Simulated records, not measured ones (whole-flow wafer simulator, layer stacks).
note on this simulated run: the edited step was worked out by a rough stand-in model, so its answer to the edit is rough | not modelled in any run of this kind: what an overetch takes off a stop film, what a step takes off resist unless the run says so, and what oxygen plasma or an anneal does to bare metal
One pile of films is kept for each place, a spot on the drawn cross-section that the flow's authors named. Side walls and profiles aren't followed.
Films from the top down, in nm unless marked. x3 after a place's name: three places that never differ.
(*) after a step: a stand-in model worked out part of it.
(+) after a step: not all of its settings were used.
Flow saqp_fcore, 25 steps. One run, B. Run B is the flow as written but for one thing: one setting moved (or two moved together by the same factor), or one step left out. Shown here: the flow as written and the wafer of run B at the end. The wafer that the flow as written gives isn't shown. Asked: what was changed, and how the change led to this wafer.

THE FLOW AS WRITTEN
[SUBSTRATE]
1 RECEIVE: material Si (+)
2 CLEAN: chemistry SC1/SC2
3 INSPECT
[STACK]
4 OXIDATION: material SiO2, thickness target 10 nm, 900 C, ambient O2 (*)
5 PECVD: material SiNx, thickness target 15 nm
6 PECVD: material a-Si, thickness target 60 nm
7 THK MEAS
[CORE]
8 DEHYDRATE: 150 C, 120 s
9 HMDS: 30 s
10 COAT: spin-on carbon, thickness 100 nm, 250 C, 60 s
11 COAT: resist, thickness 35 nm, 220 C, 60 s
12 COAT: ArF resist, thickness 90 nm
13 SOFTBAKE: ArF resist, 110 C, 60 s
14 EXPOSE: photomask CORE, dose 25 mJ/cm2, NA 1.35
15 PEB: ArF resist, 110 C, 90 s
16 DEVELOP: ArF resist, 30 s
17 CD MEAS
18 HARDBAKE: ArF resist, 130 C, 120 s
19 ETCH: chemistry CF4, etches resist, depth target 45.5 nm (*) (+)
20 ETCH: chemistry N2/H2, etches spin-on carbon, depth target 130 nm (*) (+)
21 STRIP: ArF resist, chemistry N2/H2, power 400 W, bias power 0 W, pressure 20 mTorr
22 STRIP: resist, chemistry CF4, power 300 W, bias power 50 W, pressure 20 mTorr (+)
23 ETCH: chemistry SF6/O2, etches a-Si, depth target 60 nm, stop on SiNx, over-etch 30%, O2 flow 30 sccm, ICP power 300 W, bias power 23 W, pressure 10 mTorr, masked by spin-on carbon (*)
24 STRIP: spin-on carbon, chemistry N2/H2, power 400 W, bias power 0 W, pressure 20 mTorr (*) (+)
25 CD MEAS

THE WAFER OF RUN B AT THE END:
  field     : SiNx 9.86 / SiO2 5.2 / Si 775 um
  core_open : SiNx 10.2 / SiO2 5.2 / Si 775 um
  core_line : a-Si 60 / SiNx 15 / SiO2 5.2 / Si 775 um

The cause: step 4, OXIDATION: thickness target 5.2 nm was run, where the flow has thickness target 10 nm.
It can be read off the wafer: field has SiO2 5.2, and step 4 as written asks for 10 nm.

How the change led to this, step by step:
  4 OXIDATION: material SiO2, thickness target 10 nm, 900 C, ambient O2 (*)
      field, core_open, core_line: SiO2 +5.2 (new film), chemical SiO2 -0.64 (all of it), Si -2 (as written it would be: SiO2 +10 (new film), chemical SiO2 -0.64 (all of it), Si -4.12)
